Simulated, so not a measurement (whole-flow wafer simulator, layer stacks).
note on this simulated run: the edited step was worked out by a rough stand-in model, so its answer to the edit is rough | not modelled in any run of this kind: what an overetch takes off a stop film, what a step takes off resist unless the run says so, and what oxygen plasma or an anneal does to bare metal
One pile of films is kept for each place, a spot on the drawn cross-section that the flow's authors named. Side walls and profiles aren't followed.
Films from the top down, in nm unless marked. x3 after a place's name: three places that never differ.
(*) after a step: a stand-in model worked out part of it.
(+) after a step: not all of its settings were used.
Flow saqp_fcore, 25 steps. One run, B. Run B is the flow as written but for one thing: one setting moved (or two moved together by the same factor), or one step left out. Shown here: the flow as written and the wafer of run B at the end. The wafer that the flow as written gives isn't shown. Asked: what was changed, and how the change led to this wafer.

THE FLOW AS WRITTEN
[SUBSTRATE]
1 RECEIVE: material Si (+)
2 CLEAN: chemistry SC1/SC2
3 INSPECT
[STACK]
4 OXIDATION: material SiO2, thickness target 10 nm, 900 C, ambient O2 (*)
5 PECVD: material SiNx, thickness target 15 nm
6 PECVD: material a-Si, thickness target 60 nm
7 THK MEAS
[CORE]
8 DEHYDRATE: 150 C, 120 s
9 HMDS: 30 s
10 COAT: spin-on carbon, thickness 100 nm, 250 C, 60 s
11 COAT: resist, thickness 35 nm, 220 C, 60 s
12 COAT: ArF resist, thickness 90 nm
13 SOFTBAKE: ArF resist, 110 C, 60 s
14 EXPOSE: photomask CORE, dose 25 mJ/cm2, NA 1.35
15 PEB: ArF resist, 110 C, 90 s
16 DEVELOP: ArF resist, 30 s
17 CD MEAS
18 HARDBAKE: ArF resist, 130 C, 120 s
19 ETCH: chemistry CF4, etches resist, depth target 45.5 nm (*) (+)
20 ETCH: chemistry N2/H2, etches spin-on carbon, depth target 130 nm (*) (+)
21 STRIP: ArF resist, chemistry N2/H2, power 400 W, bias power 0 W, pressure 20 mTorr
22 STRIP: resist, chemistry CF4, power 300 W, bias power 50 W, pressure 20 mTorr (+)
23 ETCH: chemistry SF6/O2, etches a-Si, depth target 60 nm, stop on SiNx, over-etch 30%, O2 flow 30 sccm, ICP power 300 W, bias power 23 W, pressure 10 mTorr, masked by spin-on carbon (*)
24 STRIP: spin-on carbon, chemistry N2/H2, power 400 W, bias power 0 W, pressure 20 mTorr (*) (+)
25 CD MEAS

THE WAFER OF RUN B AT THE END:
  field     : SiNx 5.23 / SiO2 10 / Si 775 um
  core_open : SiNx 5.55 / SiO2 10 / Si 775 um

The cause: step 23, ETCH: depth target 88.5 nm was run, where the flow has depth target 60 nm.

How the change led to this, step by step:
  23 ETCH: chemistry SF6/O2, etches a-Si, depth target 60 nm, stop on SiNx, over-etch 30%, O2 flow 30 sccm, ICP power 300 W, bias power 23 W, pressure 10 mTorr, masked by spin-on carbon (*)
      field: a-Si -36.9 (all of it), SiNx -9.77 (as written it would be: a-Si -36.9 (all of it), SiNx -5.14)
      core_open: a-Si -39.4 (all of it), SiNx -9.45 (as written it would be: a-Si -39.4 (all of it), SiNx -4.82)
